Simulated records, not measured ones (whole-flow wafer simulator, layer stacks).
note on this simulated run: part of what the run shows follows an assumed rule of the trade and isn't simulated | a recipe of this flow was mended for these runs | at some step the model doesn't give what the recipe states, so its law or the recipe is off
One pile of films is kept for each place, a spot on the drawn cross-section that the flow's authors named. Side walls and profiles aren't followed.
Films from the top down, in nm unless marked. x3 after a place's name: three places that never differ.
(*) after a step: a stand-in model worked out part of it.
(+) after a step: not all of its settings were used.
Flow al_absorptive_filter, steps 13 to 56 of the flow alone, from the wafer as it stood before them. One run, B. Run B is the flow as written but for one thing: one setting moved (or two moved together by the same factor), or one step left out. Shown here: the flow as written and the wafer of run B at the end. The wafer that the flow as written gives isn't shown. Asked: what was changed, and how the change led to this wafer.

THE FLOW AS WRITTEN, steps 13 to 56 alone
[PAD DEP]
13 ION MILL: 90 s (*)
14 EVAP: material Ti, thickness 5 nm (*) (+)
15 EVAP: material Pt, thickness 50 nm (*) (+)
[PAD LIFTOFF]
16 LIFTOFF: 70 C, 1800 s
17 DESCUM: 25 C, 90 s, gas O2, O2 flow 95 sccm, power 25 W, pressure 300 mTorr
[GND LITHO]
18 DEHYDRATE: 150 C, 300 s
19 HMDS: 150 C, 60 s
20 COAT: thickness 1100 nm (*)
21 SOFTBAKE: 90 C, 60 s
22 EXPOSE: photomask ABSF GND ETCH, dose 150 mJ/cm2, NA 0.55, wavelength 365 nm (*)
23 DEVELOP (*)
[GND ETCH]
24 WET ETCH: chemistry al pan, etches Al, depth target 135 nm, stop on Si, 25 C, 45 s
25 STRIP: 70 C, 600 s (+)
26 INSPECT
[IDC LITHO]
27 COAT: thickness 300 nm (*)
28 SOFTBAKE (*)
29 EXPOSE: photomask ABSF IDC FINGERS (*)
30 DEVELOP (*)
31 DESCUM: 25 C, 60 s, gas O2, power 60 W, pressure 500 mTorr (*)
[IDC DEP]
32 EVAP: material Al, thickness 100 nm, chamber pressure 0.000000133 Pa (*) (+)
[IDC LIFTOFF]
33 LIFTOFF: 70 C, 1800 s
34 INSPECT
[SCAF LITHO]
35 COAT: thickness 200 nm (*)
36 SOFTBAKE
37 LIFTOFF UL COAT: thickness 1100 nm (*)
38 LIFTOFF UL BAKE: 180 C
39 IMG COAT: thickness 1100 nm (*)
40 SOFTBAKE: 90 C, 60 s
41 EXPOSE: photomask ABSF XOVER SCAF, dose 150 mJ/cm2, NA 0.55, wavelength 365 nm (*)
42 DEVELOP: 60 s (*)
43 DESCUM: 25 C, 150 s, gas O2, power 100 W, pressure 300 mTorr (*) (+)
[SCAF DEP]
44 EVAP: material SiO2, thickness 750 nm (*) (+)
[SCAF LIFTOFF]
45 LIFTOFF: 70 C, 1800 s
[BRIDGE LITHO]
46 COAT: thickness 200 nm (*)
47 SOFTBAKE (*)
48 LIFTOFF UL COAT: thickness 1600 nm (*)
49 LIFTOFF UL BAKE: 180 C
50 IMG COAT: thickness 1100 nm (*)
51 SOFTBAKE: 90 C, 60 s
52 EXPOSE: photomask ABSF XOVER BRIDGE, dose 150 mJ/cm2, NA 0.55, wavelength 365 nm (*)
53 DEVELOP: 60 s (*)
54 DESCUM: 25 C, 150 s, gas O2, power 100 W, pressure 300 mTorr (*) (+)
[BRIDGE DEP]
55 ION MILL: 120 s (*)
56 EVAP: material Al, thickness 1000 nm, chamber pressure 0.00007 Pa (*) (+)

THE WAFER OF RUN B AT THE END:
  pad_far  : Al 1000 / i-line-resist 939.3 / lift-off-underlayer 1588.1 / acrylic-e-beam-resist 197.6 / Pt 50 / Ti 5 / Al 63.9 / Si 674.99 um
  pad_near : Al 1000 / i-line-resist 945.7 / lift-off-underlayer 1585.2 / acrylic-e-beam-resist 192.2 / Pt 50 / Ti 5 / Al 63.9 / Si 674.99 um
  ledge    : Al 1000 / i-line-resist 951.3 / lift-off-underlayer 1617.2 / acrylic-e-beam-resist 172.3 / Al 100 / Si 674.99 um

The cause: step 13, ION MILL: 68 s was run, where the flow has 90 s.

How the change led to this, step by step:
  13 ION MILL: 90 s (*)
      gnd, ledge, res and 9 more: i-line-resist -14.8 (as written it would be: i-line-resist -19.6)
      pad_far, pad_near: Al -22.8 (as written it would be: Al -30.2)
